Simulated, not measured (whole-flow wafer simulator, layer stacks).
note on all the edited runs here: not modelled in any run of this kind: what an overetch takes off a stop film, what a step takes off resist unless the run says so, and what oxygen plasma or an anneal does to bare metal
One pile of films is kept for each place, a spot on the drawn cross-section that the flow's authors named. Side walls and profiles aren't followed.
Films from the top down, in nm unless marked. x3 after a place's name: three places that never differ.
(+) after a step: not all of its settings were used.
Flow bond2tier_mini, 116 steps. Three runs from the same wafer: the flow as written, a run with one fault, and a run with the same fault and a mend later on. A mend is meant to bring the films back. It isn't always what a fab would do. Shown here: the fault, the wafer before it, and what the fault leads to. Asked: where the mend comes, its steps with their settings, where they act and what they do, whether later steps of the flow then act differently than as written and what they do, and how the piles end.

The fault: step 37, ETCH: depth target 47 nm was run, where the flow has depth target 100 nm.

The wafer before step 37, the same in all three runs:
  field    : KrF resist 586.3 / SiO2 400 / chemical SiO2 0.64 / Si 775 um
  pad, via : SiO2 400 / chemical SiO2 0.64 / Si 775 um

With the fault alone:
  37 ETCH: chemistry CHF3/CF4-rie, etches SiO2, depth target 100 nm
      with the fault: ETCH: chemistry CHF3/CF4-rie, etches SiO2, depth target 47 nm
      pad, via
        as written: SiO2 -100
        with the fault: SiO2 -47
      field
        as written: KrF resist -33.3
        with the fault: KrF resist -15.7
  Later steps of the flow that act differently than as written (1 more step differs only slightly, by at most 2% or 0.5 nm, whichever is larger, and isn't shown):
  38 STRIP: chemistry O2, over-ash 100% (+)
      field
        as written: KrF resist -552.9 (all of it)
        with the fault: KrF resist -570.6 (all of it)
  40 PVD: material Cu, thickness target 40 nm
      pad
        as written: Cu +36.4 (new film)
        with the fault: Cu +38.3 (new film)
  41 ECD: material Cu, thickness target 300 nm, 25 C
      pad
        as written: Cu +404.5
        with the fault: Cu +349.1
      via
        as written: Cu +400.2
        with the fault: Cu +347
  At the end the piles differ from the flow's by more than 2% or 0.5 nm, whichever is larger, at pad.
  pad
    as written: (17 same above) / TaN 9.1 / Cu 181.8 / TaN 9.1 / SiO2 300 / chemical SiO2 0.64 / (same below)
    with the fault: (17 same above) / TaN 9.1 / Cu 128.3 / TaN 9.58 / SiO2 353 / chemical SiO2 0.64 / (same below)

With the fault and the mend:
  The mend comes after step 37.
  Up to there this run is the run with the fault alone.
  37a ETCH: chemistry CHF3/CF4-rie, etches SiO2, depth target 53 nm (the flow's step 37 once more, with other settings)
      pad, via
        SiO2 -53
      field
        KrF resist -17.7
  No later step of the flow acts differently than as written at any place that is followed.
  At the end the piles are the same as the flow's at every place that both follow.
